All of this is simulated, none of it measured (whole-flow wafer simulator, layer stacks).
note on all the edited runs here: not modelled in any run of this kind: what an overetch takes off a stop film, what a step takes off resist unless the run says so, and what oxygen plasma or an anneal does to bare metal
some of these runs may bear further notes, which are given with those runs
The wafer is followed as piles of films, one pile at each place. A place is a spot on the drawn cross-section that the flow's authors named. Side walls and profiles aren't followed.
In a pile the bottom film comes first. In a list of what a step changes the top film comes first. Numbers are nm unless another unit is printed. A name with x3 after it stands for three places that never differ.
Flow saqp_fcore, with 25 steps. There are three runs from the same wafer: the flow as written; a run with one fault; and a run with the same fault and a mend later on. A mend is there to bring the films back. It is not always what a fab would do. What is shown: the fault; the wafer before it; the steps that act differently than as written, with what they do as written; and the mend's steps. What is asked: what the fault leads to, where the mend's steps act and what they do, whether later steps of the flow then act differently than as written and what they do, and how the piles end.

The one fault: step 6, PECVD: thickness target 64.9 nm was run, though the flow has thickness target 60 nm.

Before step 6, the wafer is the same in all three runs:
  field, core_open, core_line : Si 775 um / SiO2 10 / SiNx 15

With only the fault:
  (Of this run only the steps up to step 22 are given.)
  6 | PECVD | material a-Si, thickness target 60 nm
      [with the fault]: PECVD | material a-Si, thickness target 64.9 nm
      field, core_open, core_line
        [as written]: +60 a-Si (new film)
        [with the fault]: +64.9 a-Si (new film)
  None of the later steps of the flow up to step 22 acts differently than as written at any place that is followed.
  After step 22, at field, core_open, core_line, the piles differ from the flow's by more than 2% or 0.5 nm, whichever is larger.
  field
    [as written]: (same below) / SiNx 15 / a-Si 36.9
    [with the fault]: (same below) / SiNx 15 / a-Si 41.8
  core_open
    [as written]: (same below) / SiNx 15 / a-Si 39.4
    [with the fault]: (same below) / SiNx 15 / a-Si 44.3
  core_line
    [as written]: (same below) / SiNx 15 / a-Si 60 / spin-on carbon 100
    [with the fault]: (same below) / SiNx 15 / a-Si 64.9 / spin-on carbon 100

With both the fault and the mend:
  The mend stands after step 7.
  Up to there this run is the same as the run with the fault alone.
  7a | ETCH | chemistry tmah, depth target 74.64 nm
      field, core_open, core_line
        -64.9 a-Si (all of it)
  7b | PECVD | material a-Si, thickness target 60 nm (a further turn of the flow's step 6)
      field, core_open, core_line
        +60 a-Si (new film)
  None of the later steps of the flow acts differently than as written at any place that is followed.
  The piles end the same as the flow's at every place that both follow.
